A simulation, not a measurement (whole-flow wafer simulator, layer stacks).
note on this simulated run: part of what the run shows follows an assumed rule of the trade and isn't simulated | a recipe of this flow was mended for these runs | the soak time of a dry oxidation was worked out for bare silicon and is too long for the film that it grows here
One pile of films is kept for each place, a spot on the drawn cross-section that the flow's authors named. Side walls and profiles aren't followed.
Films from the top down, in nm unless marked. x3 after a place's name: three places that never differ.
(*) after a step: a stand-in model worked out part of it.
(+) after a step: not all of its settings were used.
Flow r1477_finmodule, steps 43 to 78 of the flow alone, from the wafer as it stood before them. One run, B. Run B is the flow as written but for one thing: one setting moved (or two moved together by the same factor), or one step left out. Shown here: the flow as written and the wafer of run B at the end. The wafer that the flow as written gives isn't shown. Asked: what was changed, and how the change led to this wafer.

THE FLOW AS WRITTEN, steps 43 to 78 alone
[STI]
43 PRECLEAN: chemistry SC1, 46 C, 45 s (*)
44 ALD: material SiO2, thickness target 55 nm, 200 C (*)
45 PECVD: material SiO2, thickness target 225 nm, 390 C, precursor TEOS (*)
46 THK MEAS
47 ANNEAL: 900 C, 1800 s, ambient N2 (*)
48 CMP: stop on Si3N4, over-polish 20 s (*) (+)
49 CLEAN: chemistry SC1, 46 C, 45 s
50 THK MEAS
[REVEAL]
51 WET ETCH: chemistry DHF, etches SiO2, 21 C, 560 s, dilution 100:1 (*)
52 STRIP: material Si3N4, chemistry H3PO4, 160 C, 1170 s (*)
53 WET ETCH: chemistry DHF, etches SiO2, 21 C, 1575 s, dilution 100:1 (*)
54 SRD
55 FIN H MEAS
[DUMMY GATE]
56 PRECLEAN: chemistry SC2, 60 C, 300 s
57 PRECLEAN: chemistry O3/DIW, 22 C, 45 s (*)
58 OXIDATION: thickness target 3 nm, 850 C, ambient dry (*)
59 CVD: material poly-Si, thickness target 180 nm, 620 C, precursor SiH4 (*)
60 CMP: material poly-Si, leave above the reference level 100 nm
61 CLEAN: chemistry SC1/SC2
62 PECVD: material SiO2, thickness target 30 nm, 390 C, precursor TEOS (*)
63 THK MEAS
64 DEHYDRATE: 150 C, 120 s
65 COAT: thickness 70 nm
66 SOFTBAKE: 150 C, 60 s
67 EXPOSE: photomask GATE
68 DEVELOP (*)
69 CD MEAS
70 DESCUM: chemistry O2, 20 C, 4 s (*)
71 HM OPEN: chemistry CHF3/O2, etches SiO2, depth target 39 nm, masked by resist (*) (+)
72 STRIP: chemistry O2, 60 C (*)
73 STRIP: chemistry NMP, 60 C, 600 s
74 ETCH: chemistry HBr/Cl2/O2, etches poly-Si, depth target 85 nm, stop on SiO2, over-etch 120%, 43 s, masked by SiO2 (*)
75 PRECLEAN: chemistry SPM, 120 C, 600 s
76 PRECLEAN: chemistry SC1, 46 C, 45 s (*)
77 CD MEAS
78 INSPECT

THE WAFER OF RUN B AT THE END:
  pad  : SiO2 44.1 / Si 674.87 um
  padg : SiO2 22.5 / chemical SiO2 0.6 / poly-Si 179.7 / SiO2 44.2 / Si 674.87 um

The cause: step 45, PECVD: thickness target 112.5 nm was run, where the flow has thickness target 225 nm.

How the change led to this, step by step:
  45 PECVD: material SiO2, thickness target 225 nm, 390 C, precursor TEOS (*)
      pad, padg, elg x4 and 30 more: SiO2 +112.5 (as written it would be: SiO2 +225)
  47 ANNEAL: 900 C, 1800 s, ambient N2 (*)
      pad, padg, elg x4 and 30 more: SiO2 -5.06 (as written it would be: SiO2 -10.1)
  48 CMP: stop on Si3N4, over-polish 20 s (*) (+)
      pad, padg: nothing (as written it would be: SiO2 -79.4)
      elg x4, esg x3, e200sg, elo x4, eso x3, e200so: SiO2 -140.1 (as written it would be: SiO2 -247.6)
      (and at 18 more places)
  60 CMP: material poly-Si, leave above the reference level 100 nm
      pad, padg: nothing (as written it would be: poly-Si -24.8)
  74 ETCH: chemistry HBr/Cl2/O2, etches poly-Si, depth target 85 nm, stop on SiO2, over-etch 120%, 43 s, masked by SiO2 (*)
      pad: chemical SiO2 -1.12 (all of it), poly-Si -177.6 (all of it), SiO2 -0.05 (as written it would be: chemical SiO2 -1.12 (all of it), poly-Si -152.8 (all of it), SiO2 -0.17)
